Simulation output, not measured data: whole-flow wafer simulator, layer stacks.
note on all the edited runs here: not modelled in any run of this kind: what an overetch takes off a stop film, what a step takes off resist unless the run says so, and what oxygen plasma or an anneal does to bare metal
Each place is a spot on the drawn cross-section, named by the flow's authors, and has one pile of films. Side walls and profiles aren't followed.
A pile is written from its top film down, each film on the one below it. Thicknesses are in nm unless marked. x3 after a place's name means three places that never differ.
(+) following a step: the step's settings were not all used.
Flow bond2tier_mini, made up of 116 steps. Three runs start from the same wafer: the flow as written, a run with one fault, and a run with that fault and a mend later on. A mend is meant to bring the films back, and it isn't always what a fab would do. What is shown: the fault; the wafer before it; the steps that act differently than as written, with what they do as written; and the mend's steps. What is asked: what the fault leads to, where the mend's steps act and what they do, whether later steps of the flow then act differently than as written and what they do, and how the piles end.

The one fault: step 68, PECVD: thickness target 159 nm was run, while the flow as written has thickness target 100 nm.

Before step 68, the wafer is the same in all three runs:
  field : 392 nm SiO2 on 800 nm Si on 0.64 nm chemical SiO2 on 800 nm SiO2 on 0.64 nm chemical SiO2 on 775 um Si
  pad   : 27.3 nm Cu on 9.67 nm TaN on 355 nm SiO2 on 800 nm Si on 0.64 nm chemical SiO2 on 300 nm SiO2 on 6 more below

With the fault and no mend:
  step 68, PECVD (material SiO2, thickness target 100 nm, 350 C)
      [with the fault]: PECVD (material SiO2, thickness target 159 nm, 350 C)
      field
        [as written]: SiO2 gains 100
        [with the fault]: SiO2 gains 159
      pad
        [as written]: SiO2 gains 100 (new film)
        [with the fault]: SiO2 gains 159 (new film)
  Steps further on in the flow that do not act as written:
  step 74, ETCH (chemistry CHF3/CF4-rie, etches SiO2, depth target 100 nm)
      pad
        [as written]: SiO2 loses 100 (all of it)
        [with the fault]: SiO2 loses 100
  At field, pad, the piles at the end differ from the flow's by more than 2% or 0.5 nm, whichever is larger.
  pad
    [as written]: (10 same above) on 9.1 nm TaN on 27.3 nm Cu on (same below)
    [with the fault]: (10 same above) on 9.1 nm TaN on 59 nm SiO2 on 27.3 nm Cu on (same below)
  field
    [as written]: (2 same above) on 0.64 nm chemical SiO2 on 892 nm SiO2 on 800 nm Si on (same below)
    [with the fault]: (2 same above) on 0.64 nm chemical SiO2 on 951 nm SiO2 on 800 nm Si on (same below)

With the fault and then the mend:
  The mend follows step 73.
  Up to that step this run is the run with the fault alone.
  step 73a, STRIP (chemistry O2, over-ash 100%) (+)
      field
        KrF resist loses 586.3 (all of it)
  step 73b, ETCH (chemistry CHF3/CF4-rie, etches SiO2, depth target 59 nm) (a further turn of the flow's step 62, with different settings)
      field, pad
        SiO2 loses 59
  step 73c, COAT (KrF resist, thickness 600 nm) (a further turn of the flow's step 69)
      field, pad
        KrF resist gains 600 (new film)
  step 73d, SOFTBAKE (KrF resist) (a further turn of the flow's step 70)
      alters no film at any place that is followed
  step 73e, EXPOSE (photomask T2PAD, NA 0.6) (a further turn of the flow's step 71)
      alters no film at any place that is followed
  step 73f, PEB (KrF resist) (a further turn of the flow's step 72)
      alters no film at any place that is followed
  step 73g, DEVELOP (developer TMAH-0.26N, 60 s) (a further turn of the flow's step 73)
      field
        KrF resist loses 13.7
      pad
        KrF resist loses 600 (all of it)
  Every later step of the flow that is run acts as written at every place that is followed.
  The piles end the same as the flow's at every place that both follow.
